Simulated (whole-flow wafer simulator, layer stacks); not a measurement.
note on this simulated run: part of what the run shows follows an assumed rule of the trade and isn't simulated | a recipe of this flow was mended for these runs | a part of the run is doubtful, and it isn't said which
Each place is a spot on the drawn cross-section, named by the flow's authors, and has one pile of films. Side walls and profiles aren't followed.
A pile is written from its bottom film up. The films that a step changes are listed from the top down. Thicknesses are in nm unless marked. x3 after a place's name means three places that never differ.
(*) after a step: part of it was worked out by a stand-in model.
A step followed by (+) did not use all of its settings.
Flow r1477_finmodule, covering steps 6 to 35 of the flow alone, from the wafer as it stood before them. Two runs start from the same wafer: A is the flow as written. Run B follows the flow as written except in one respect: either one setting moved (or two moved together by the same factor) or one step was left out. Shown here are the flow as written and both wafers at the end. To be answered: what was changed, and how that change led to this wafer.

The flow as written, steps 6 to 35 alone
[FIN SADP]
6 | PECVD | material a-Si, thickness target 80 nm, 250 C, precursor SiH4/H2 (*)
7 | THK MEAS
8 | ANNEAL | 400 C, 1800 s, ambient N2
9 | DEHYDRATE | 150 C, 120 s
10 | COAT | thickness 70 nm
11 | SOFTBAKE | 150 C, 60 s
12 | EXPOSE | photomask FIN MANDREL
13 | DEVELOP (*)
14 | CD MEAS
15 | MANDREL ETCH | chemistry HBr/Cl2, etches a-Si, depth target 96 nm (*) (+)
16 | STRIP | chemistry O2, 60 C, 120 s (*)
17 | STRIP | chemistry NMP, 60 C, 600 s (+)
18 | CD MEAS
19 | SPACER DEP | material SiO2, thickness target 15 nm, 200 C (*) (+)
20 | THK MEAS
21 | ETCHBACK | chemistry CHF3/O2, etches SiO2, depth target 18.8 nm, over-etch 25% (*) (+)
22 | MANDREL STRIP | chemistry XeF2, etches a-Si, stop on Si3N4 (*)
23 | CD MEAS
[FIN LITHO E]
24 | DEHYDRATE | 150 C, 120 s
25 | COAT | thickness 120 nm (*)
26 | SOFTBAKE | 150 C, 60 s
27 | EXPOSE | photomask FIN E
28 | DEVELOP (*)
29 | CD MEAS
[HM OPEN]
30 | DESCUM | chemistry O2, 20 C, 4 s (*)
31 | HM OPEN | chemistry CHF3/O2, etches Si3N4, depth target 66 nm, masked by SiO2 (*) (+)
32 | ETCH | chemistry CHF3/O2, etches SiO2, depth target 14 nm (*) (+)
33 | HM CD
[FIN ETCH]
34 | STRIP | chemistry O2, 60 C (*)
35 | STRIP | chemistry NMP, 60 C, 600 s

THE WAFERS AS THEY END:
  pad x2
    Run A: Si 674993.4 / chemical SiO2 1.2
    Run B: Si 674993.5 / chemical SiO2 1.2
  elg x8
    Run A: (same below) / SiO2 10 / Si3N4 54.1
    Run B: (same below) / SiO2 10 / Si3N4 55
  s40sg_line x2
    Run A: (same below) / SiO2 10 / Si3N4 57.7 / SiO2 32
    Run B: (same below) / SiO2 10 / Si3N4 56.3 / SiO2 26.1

The reason: step 6, PECVD: thickness target 70.4 nm was run, though the flow has thickness target 80 nm; step 21, ETCHBACK: depth target 16.5 nm was run, where the flow has depth target 18.8 nm.

How this came from the change, step by step:
  6 | PECVD | material a-Si, thickness target 80 nm, 250 C, precursor SiH4/H2 (*)
      pad x2, elg x8, esg x2 and 24 more: A a-Si gains 80 (new film) | B a-Si gains 70.4 (new film)
  15 | MANDREL ETCH | chemistry HBr/Cl2, etches a-Si, depth target 96 nm (*) (+)
      pad x2, elg x8, esg x2 and 18 more: A a-Si loses 80 (all of it), Si3N4 loses 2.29 | B a-Si loses 70.4 (all of it), Si3N4 loses 3.66
  21 | ETCHBACK | chemistry CHF3/O2, etches SiO2, depth target 18.8 nm, over-etch 25% (*) (+)
      pad x2, elg x8, esg x2 and 12 more: A SiO2 loses 15 (all of it), Si3N4 loses 3.62 | B SiO2 loses 15 (all of it), Si3N4 loses 1.39
  22 | MANDREL STRIP | chemistry XeF2, etches a-Si, stop on Si3N4 (*)
      s40cg x2, s45cg x2, s50cg x2: A a-Si loses 79 (all of it) | B a-Si loses 69.9 (all of it)
  25 | COAT | thickness 120 nm (*)
      s40sg_line x2: A e-beam-resist gains 60 (new film) | B e-beam-resist gains 65.8 (new film)
      s45sg_line x2: A e-beam-resist gains 60.3 (new film) | B e-beam-resist gains 66 (new film)
      (also at 2 further places)
  28 | DEVELOP (*)
      s40sg_line x2: A e-beam-resist loses 60 (all of it) | B e-beam-resist loses 65.8 (all of it)
      s45sg_line x2: A e-beam-resist loses 60.3 (all of it) | B e-beam-resist loses 66 (all of it)
      (also at 2 further places)
